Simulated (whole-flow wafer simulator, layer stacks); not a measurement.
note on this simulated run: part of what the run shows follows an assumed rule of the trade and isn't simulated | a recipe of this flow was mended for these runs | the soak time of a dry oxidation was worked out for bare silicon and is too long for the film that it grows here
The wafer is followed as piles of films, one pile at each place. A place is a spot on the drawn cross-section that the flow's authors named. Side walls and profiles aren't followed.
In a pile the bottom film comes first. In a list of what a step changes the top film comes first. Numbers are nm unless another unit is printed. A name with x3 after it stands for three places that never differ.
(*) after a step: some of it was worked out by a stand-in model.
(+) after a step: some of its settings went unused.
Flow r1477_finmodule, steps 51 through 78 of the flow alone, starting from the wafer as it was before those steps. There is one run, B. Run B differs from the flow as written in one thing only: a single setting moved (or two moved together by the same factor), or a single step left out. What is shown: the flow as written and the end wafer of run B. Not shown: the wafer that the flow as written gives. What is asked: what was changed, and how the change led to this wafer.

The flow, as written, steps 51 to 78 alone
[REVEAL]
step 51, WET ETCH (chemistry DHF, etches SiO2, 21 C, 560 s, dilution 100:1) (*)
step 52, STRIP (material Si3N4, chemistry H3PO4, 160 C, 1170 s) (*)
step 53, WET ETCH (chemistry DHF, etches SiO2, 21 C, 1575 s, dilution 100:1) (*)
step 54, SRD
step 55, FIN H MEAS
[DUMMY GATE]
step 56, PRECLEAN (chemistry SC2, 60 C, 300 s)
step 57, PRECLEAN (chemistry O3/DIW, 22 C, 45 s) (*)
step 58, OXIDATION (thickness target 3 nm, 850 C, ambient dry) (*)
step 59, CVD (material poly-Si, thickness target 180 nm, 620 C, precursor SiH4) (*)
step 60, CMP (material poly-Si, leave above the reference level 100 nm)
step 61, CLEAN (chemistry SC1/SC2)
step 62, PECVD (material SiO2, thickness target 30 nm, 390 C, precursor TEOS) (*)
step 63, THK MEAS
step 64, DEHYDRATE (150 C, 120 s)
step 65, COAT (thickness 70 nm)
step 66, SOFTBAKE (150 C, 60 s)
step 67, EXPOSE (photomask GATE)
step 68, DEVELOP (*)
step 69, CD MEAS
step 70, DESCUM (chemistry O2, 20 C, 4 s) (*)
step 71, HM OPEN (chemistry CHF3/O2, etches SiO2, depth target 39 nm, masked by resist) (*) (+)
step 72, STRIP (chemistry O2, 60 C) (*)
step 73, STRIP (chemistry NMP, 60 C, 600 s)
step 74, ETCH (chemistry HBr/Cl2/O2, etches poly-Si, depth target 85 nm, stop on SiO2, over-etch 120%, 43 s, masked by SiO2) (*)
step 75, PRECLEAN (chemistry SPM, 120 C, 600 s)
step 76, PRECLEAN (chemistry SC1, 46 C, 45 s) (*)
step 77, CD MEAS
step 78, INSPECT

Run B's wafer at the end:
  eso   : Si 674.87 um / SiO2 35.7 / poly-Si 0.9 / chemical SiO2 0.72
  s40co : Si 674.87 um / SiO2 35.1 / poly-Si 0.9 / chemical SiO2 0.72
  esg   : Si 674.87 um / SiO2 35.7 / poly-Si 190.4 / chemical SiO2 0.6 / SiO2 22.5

The reason: step 53, WET ETCH: 2461 s was run, while the flow as written has 1575 s.

How this came from the change, step by step:
  step 53, WET ETCH (chemistry DHF, etches SiO2, 21 C, 1575 s, dilution 100:1) (*)
      esg, e40sg, e100sg and 17 more: SiO2 loses 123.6 (it would be, as written: SiO2 loses 79.1)
      pad, padg: SiO2 loses 131.3 (it would be, as written: SiO2 loses 85.7)
  step 59, CVD (material poly-Si, thickness target 180 nm, 620 C, precursor SiH4) (*)
      esg, e40sg, e100sg and 15 more: poly-Si gains 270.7 (new film) (it would be, as written: poly-Si gains 226.3 (new film))
      e200sg, e200so: poly-Si gains 270.7 (new film) (it would be, as written: poly-Si gains 219.2 (new film))
  step 60, CMP (material poly-Si, leave above the reference level 100 nm)
      pad, padg: nothing (it would be, as written: poly-Si loses 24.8)
      e200sg, e200so: poly-Si loses 80 (it would be, as written: poly-Si loses 72.9)
  step 74, ETCH (chemistry HBr/Cl2/O2, etches poly-Si, depth target 85 nm, stop on SiO2, over-etch 120%, 43 s, masked by SiO2) (*)
      eso, e40so, e100so and 7 more: chemical SiO2 loses 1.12 (all of it), poly-Si loses 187 (it would be, as written: chemical SiO2 loses 1.12 (all of it), poly-Si loses 143.9 (all of it), SiO2 loses 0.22)
      pad: chemical SiO2 loses 1.12 (all of it), poly-Si loses 177.6 (all of it), SiO2 loses 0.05 (it would be, as written: chemical SiO2 loses 1.12 (all of it), poly-Si loses 152.8 (all of it), SiO2 loses 0.17)
  step 75, PRECLEAN (chemistry SPM, 120 C, 600 s)
      eso, e40so, e100so and 7 more: chemical SiO2 gains 0.8 (new film), poly-Si loses 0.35 (it would be, as written: nothing)
